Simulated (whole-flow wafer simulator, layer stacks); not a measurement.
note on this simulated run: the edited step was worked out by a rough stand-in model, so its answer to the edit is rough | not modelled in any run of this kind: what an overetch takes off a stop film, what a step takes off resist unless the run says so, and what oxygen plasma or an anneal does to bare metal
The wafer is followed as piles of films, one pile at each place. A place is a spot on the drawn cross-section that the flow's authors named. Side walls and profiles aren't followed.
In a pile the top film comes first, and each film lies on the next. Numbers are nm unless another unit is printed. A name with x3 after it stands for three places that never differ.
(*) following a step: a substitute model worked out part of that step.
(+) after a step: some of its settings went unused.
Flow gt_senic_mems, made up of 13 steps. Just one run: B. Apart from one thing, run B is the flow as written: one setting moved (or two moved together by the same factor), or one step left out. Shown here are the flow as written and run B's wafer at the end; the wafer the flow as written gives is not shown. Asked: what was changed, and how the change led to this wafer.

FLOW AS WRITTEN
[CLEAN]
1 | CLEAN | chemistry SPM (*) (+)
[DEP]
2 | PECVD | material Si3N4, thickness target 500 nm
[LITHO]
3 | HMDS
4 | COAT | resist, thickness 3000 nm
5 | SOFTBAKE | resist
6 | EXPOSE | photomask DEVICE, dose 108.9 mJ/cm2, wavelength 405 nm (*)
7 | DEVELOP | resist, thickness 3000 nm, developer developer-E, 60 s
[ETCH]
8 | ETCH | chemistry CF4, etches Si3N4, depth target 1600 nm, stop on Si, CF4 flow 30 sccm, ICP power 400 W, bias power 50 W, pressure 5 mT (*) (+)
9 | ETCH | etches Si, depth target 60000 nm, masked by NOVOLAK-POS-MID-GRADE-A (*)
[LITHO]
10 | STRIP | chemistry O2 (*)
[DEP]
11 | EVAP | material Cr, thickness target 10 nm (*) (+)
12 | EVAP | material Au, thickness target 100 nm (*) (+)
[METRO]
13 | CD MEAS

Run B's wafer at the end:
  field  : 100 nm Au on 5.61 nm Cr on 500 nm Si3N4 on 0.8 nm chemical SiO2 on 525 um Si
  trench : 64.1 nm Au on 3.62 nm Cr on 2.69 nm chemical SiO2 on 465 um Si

Cause: step 11, EVAP: thickness target 5.61 nm was run, while the flow as written has thickness target 10 nm.
One can read it off the wafer: field has Cr 5.61, and step 11 as written asks for 10 nm.

How this came from the change, step by step:
  11 | EVAP | material Cr, thickness target 10 nm (*) (+)
      field: Cr gains 5.61 (new film) (as written it would have been: Cr gains 10 (new film))
      trench: Cr gains 3.62 (new film) (as written it would have been: Cr gains 6.45 (new film))
